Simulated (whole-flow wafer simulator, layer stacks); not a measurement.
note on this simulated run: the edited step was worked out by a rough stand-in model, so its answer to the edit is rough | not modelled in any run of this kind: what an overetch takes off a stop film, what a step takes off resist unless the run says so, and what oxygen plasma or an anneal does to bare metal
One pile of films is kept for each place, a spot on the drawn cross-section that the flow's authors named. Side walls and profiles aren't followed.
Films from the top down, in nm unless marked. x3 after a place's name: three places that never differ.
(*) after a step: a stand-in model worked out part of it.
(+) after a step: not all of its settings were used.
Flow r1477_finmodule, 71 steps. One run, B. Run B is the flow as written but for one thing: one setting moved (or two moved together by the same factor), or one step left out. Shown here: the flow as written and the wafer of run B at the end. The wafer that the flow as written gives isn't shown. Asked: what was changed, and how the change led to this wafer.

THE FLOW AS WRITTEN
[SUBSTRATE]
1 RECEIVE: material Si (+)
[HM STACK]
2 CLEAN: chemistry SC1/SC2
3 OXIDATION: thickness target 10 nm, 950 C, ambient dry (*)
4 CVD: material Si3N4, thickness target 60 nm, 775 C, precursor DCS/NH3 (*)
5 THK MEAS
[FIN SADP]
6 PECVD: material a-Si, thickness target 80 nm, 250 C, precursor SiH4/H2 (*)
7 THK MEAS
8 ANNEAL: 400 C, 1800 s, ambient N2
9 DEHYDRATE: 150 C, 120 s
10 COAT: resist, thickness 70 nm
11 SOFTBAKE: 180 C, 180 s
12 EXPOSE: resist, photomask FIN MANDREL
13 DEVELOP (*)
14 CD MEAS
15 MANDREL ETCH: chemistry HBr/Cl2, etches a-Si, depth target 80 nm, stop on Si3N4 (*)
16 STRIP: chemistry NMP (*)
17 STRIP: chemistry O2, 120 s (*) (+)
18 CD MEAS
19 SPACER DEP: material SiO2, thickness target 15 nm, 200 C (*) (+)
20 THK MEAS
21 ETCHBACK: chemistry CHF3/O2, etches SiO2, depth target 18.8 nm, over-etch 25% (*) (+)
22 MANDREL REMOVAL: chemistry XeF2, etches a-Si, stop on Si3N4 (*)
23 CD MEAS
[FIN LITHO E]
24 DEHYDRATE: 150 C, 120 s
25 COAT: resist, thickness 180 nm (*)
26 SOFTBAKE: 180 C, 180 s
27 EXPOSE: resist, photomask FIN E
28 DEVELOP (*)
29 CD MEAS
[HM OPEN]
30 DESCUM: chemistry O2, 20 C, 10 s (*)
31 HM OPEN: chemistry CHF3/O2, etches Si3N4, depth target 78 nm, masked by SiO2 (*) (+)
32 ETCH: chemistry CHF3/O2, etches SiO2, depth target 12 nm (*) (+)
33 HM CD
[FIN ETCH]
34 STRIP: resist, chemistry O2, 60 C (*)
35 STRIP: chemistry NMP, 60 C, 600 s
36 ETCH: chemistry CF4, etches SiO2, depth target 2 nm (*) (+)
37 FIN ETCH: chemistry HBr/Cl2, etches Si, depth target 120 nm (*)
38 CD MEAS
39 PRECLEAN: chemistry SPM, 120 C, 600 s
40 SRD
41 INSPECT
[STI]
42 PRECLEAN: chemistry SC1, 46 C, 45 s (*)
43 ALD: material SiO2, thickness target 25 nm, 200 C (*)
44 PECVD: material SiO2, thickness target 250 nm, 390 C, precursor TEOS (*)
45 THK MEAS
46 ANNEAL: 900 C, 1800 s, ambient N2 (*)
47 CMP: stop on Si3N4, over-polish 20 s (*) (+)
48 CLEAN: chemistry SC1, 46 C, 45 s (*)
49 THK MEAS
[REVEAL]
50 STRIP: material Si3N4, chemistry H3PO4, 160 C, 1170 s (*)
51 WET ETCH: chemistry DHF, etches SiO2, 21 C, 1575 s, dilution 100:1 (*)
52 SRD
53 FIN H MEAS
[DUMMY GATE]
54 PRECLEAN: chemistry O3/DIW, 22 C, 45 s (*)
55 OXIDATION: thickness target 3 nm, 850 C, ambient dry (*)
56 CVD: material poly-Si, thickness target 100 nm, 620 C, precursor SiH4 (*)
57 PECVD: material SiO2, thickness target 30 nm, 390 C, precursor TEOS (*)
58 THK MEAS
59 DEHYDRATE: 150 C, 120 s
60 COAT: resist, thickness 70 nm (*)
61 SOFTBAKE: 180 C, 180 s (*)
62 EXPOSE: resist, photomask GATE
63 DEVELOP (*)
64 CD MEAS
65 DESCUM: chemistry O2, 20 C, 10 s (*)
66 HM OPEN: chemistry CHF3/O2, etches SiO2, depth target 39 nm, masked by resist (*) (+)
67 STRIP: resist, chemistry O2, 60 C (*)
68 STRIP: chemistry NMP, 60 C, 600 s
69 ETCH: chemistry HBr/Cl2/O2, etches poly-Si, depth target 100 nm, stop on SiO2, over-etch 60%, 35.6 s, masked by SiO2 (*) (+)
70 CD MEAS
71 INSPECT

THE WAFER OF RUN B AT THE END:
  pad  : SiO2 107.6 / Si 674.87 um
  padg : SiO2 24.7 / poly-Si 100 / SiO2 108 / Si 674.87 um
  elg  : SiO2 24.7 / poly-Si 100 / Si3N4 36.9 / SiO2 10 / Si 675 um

The cause: step 4, CVD: thickness target 65.1 nm was run, where the flow has thickness target 60 nm.

How the change led to this, step by step:
  4 CVD: material Si3N4, thickness target 60 nm, 775 C, precursor DCS/NH3 (*)
      pad, padg, elg and 33 more: Si3N4 +65.1 (new film) (as written it would be: Si3N4 +60 (new film))
  31 HM OPEN: chemistry CHF3/O2, etches Si3N4, depth target 78 nm, masked by SiO2 (*) (+)
      pad, padg, esg and 13 more: Si3N4 -61.5 (all of it), SiO2 -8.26 (as written it would be: Si3N4 -56.4 (all of it), SiO2 -10 (all of it))
      s40cg, s45cg, s50cg, s40co, s45co, s50co: Si3N4 -65.1 (all of it), SiO2 -6.45 (as written it would be: Si3N4 -60 (all of it), SiO2 -9)
  32 ETCH: chemistry CHF3/O2, etches SiO2, depth target 12 nm (*) (+)
      pad, padg, e40sg and 11 more: SiO2 -1.74 (all of it), Si -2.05 (as written it would be: Si -2.4)
      esg, eso: SiO2 -1.74 (all of it), Si -2.05 (as written it would be: Si -1.77)
      (and at 6 more places)
  43 ALD: material SiO2, thickness target 25 nm, 200 C (*)
      esg: SiO2 +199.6 (new film) (as written it would be: SiO2 +194.3 (new film))
  47 CMP: stop on Si3N4, over-polish 20 s (*) (+)
      pad, padg, e40sg and 11 more: SiO2 -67 (as written it would be: SiO2 -71.8)
      eso: SiO2 -67 (as written it would be: SiO2 -72.4)
  50 STRIP: material Si3N4, chemistry H3PO4, 160 C, 1170 s (*)
      s40sg_line, s45sg_line, s50sg_line, s40so_line, s45so_line, s50so_line: Si3N4 -64 (all of it), SiO2 -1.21 (as written it would be: Si3N4 -58.9 (all of it), SiO2 -1.37)
  56 CVD: material poly-Si, thickness target 100 nm, 620 C, precursor SiH4 (*)
      s40cg, s40co: poly-Si +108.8 (new film) (as written it would be: poly-Si +113.9 (new film))
      s45cg, s45co: poly-Si +108.3 (new film) (as written it would be: poly-Si +113.4 (new film))
      (and at 2 more places)
  60 COAT: resist, thickness 70 nm (*)
      s40sg, s40so: resist +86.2 (new film) (as written it would be: resist +91 (new film))
      s45sg, s45so: resist +86.1 (new film) (as written it would be: resist +91 (new film))
      (and at 2 more places)
  63 DEVELOP (*)
      s40so: resist -86.2 (all of it) (as written it would be: resist -91 (all of it))
      s45so: resist -86.1 (all of it) (as written it would be: resist -91 (all of it))
      (and at 1 more place)
  67 STRIP: resist, chemistry O2, 60 C (*)
      s40sg: resist -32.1 (all of it) (as written it would be: resist -36.9 (all of it))
      s45sg: resist -32 (all of it) (as written it would be: resist -36.9 (all of it))
      (and at 1 more place)
  69 ETCH: chemistry HBr/Cl2/O2, etches poly-Si, depth target 100 nm, stop on SiO2, over-etch 60%, 35.6 s, masked by SiO2 (*) (+)
      s40co: chemical SiO2 -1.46 (all of it), poly-Si -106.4 (all of it), SiO2 -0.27 (as written it would be: chemical SiO2 -1.46 (all of it), poly-Si -111.5 (all of it), SiO2 -0.24)
      s45co: chemical SiO2 -1.46 (all of it), poly-Si -105.8 (all of it), SiO2 -0.27 (as written it would be: chemical SiO2 -1.46 (all of it), poly-Si -110.9 (all of it), SiO2 -0.25)
      (and at 1 more place)
